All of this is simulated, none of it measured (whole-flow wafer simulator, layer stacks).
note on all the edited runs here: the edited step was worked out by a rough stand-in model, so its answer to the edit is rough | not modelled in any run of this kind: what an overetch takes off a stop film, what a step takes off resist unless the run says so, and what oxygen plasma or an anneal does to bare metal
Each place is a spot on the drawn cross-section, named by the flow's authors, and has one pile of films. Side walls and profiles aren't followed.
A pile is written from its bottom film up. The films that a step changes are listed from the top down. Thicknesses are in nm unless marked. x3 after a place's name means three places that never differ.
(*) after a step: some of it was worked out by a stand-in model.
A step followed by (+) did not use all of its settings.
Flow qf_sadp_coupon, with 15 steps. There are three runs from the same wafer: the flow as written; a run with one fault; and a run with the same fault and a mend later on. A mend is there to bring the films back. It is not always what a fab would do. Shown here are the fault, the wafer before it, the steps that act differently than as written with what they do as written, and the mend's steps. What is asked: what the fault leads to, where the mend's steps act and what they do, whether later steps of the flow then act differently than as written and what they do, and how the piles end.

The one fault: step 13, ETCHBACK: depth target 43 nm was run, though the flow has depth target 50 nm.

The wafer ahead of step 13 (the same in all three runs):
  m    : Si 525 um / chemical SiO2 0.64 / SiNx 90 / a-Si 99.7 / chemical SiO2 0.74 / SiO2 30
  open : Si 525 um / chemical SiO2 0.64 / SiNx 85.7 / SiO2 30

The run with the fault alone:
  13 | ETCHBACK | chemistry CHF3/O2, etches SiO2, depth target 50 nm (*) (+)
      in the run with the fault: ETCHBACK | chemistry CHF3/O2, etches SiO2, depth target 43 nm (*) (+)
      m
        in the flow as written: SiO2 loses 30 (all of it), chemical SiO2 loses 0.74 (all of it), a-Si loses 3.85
        in the run with the fault: SiO2 loses 30 (all of it), chemical SiO2 loses 0.74 (all of it), a-Si loses 2.45
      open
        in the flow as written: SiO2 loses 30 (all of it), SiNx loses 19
        in the run with the fault: SiO2 loses 30 (all of it), SiNx loses 12.4
  None of the later steps of the flow differs from how it acts as written, at any place that is followed, by more than 2% or 0.5 nm, whichever is larger.
  The piles end different from the flow's at open by more than 2% or 0.5 nm, whichever is larger.
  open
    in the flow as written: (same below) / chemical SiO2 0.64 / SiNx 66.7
    in the run with the fault: (same below) / chemical SiO2 0.64 / SiNx 73.3

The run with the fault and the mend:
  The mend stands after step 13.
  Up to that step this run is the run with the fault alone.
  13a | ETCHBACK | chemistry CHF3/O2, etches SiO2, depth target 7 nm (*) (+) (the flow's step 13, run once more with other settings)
      m
        a-Si loses 1.4
      open
        SiNx loses 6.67
  None of the later steps of the flow acts differently than as written at any place that is followed.
  At every place that both follow, the piles at the end match the flow's.
